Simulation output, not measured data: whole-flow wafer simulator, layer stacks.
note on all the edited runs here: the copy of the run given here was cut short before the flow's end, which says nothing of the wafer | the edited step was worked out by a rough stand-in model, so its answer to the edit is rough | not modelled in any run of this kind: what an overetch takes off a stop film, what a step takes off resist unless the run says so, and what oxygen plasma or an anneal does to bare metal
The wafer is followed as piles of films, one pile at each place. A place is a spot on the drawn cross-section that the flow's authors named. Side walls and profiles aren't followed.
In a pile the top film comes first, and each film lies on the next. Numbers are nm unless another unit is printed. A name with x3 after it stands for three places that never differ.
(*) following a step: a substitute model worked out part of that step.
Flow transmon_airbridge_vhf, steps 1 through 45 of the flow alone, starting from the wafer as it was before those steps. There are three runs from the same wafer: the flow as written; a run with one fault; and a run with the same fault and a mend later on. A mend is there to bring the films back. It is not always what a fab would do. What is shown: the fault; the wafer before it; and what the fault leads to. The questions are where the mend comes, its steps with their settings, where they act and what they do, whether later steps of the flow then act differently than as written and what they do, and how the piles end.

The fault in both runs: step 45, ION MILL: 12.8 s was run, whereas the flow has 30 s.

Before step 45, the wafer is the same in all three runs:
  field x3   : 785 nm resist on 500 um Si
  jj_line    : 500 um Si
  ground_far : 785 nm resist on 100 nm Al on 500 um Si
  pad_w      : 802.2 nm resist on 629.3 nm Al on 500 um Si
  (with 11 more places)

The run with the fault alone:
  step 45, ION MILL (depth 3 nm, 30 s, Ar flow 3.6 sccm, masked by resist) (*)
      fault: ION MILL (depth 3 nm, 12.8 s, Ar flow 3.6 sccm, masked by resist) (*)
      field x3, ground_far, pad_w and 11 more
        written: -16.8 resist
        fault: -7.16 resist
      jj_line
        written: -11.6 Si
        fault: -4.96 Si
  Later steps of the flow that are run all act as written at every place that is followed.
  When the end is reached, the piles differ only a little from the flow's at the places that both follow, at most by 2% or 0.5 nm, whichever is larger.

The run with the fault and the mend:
  The mend follows step 45.
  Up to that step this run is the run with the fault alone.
  step 45a, ION MILL (depth 3 nm, 17.2 s, Ar flow 3.6 sccm, masked by resist) (*) (the flow's step 45 again, with other settings)
      field x3, ground_far, pad_w and 11 more
        -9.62 resist
      jj_line
        -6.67 Si
  Later steps of the flow that are run all act as written at every place that is followed.
  The piles end the same as the flow's at every place that both follow.
